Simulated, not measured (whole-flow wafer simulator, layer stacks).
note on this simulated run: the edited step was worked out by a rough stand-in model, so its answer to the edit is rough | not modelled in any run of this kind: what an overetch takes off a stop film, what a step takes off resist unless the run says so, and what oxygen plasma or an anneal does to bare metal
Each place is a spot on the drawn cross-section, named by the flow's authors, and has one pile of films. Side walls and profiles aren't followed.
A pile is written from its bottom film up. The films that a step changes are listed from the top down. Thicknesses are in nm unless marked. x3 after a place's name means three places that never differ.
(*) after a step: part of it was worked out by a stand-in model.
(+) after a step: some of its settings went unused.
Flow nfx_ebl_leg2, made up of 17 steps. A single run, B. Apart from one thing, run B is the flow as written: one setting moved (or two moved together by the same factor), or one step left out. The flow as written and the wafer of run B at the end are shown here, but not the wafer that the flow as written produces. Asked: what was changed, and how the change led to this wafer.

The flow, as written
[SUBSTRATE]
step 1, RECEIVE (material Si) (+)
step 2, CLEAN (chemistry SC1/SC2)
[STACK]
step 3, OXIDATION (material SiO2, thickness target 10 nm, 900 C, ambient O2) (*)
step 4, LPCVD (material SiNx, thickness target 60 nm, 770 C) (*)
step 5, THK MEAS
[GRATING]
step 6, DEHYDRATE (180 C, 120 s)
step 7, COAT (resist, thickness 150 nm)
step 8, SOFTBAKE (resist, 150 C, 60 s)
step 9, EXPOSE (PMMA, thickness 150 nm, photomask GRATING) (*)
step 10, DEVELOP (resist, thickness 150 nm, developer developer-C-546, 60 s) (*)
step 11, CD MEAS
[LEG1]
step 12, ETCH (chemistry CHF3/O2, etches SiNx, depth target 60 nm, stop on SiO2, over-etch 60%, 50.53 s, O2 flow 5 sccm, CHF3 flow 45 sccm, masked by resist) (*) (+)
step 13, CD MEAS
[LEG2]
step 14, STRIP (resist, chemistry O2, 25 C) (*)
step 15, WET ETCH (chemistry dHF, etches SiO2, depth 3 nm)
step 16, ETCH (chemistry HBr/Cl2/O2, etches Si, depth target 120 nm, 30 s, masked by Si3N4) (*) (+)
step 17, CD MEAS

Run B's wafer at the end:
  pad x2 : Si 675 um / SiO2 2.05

Cause: step 12, ETCH: depth target 39 nm was run, whereas the flow has depth target 60 nm.

The path from the change to this, step by step:
  step 12, ETCH (chemistry CHF3/O2, etches SiNx, depth target 60 nm, stop on SiO2, over-etch 60%, 50.53 s, O2 flow 5 sccm, CHF3 flow 45 sccm, masked by resist) (*) (+)
      pad x2: SiNx loses 60 (all of it), SiO2 loses 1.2 (as written it would have been: SiNx loses 60 (all of it), SiO2 loses 10 (all of it))
      field x2: resist loses 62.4 (as written it would have been: resist loses 96)
  step 14, STRIP (resist, chemistry O2, 25 C) (*)
      pad x2: nothing (as written it would have been: chemical SiO2 gains 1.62 (new film), Si loses 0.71)
      field x2: resist loses 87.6 (all of it) (as written it would have been: resist loses 54 (all of it))
  step 15, WET ETCH (chemistry dHF, etches SiO2, depth 3 nm)
      pad x2: SiO2 loses 3 (as written it would have been: chemical SiO2 loses 1.62 (all of it))
  step 16, ETCH (chemistry HBr/Cl2/O2, etches Si, depth target 120 nm, 30 s, masked by Si3N4) (*) (+)
      pad x2: SiO2 loses 3.75 (as written it would have been: Si loses 120)
